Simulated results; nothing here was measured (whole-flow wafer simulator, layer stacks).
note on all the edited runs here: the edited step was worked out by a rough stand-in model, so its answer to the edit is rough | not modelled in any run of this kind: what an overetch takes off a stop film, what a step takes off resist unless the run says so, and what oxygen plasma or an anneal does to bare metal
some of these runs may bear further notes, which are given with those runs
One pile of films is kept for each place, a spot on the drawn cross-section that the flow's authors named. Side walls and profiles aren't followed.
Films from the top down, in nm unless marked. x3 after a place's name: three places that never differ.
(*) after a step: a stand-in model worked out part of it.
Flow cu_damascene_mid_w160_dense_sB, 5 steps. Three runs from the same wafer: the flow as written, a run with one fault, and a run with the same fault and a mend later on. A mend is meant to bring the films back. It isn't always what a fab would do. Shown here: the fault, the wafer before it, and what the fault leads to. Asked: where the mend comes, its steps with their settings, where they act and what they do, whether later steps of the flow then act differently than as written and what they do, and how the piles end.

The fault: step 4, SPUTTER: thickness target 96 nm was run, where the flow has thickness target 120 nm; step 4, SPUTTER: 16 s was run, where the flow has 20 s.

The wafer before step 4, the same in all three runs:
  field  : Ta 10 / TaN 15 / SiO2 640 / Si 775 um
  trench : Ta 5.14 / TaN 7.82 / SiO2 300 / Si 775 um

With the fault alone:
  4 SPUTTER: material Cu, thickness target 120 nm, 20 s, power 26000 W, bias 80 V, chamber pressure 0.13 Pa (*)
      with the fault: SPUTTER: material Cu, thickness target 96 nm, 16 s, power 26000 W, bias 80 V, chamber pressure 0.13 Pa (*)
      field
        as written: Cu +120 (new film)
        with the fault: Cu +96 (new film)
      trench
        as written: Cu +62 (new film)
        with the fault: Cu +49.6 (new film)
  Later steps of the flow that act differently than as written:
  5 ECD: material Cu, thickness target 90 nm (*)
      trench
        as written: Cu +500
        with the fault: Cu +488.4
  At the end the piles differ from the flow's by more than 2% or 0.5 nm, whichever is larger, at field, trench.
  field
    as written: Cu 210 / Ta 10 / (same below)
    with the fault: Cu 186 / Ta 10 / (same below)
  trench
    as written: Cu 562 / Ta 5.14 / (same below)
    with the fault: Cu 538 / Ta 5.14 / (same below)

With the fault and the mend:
  The mend comes after step 4.
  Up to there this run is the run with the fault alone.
  4a SPUTTER: material Cu, thickness target 24 nm, 4 s, power 26000 W, bias 80 V, chamber pressure 0.13 Pa (*) (the flow's step 4 once more, with other settings)
      field
        Cu +24
      trench
        Cu +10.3
  No later step of the flow acts differently than as written, at any place that is followed, by more than 2% or 0.5 nm, whichever is larger.
  At the end the piles are the same as the flow's at every place that both follow.
